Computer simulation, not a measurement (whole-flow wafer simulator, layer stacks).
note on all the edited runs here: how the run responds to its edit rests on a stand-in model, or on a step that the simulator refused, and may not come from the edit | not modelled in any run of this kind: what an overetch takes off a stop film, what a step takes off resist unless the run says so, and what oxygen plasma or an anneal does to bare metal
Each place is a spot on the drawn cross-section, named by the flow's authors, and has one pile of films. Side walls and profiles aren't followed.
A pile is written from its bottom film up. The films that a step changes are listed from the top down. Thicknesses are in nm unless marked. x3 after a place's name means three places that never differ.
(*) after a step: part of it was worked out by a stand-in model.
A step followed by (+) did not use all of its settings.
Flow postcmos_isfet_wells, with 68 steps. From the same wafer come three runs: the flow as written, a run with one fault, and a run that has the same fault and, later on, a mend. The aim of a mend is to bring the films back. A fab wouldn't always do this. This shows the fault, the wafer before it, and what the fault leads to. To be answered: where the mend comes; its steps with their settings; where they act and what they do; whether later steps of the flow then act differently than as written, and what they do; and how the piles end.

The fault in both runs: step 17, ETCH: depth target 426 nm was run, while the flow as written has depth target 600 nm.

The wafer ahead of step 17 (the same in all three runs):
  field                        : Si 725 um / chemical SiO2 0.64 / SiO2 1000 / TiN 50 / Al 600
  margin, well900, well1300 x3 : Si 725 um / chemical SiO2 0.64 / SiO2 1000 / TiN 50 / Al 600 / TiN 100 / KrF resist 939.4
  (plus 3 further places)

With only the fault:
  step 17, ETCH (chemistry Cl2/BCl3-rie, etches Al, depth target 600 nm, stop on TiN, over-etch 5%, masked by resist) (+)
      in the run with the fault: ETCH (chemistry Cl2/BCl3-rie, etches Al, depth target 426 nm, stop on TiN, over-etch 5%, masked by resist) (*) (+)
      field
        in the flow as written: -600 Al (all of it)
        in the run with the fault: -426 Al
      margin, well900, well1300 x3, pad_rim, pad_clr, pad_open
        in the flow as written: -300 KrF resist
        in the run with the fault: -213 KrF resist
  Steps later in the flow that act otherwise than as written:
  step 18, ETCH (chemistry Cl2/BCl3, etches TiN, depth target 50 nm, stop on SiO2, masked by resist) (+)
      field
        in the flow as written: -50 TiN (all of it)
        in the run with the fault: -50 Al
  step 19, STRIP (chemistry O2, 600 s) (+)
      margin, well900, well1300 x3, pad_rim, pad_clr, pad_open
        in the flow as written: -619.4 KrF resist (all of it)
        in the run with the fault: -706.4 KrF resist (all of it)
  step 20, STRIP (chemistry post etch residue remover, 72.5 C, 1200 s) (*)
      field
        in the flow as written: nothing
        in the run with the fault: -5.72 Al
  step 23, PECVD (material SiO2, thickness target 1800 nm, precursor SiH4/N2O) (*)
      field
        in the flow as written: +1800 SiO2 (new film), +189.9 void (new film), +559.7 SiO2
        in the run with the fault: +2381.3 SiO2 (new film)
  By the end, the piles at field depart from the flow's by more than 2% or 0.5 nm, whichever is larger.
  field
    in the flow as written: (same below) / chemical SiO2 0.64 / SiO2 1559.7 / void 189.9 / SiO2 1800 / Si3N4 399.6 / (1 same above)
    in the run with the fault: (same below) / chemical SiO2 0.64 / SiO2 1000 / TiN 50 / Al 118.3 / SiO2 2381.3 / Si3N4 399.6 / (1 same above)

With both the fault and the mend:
  The mend stands after step 17.
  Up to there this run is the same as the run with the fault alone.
  step 17a, ETCH (chemistry Cl2/BCl3-rie, etches Al, depth target 174 nm, stop on TiN, over-etch 5%, masked by resist) (the flow's step 17, run once more with other settings)
      margin, well900, well1300 x3, pad_rim, pad_clr, pad_open
        -87 KrF resist
      field
        -174 Al (all of it)
  Every later step of the flow that is run acts as written at every place that is followed.
  At every place that both follow, the piles at the end match the flow's.
